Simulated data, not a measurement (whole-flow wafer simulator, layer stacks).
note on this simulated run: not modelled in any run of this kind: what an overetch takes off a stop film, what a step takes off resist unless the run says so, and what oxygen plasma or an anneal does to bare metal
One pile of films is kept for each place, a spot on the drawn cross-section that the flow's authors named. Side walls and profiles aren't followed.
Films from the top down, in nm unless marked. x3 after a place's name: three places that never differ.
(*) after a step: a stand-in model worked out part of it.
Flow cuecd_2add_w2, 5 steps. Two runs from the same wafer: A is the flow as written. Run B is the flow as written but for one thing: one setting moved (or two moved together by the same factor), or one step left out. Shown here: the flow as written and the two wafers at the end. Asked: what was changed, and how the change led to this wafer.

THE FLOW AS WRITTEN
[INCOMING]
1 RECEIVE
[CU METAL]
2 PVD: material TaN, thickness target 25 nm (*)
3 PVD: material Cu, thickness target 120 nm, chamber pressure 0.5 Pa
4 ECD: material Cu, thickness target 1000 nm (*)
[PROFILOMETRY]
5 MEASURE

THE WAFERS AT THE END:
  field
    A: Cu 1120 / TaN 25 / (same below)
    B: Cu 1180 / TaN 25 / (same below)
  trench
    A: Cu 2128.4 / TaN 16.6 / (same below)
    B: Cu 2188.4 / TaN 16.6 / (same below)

The cause: step 3, PVD: thickness target 180 nm was run, where the flow has thickness target 120 nm.

How the change led to this, step by step:
  3 PVD: material Cu, thickness target 120 nm, chamber pressure 0.5 Pa
      field: A Cu +120 (new film) | B Cu +180 (new film)
      trench: A Cu +80.8 (new film) | B Cu +120.8 (new film)
